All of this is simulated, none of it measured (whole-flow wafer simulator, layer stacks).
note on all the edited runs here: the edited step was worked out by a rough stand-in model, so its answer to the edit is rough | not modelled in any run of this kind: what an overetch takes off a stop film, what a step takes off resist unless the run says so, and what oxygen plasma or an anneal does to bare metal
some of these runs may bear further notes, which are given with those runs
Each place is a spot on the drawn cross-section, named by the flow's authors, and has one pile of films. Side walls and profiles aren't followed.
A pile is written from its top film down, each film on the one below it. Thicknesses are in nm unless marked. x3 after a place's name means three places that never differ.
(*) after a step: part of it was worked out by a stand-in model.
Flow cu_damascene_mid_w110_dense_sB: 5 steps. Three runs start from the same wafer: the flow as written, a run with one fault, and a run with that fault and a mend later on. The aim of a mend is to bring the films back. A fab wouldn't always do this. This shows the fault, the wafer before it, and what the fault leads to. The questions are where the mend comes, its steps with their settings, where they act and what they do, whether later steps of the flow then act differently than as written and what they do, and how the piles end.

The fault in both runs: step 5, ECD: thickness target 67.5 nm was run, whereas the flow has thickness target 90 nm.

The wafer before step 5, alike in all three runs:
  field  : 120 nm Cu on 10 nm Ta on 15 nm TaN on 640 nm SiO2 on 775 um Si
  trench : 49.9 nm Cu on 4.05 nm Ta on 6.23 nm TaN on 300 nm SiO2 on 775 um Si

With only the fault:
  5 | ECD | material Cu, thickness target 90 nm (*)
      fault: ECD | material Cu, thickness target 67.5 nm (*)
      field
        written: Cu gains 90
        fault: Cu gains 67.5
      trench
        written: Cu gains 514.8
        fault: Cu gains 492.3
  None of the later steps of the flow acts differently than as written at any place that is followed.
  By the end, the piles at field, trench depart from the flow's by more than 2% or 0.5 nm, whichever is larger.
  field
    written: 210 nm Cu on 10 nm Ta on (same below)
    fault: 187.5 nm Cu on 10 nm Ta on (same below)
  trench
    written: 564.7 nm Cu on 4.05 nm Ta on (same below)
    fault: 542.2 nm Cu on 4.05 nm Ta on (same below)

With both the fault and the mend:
  The mend stands after step 5.
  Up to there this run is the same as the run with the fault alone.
  5a | ECD | material Cu, thickness target 22.5 nm (a further turn of the flow's step 5, with different settings)
      field, trench
        Cu gains 22.5
  None of the later steps of the flow acts differently than as written at any place that is followed.
  At every place that both follow, the piles at the end match the flow's.
